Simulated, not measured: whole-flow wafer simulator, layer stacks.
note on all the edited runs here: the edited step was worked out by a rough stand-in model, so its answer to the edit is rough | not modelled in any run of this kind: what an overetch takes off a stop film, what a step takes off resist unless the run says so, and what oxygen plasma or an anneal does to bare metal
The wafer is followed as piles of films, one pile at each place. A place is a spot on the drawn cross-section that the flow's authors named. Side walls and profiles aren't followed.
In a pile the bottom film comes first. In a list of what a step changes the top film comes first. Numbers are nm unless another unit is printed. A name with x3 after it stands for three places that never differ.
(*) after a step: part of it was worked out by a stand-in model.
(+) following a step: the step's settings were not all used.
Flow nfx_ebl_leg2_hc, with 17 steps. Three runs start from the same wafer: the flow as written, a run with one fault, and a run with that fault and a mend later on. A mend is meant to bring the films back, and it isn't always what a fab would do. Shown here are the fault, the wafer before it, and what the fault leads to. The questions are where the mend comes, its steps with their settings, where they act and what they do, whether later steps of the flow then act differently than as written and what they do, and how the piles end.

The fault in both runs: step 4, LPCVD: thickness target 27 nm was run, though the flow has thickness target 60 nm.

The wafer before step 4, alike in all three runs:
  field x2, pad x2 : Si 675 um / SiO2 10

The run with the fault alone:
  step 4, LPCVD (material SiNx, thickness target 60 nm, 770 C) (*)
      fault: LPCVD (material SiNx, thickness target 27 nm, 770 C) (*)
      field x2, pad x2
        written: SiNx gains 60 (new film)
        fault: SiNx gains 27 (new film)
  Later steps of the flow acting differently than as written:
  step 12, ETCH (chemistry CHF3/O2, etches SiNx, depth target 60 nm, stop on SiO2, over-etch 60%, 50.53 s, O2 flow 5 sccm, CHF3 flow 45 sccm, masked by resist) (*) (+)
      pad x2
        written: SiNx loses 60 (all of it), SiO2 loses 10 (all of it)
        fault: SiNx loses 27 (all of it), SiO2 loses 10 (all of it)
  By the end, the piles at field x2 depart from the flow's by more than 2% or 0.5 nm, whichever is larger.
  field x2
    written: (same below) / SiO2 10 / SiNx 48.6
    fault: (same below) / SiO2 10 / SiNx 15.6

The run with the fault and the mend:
  The mend follows step 5.
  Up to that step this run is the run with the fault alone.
  step 5a, LPCVD (material SiNx, thickness target 33 nm, 770 C) (*) (a further turn of the flow's step 4, with different settings)
      field x2, pad x2
        SiNx gains 33
  Every later step of the flow that is run acts as written at every place that is followed.
  By the end, the piles equal the flow's at every place that both follow.
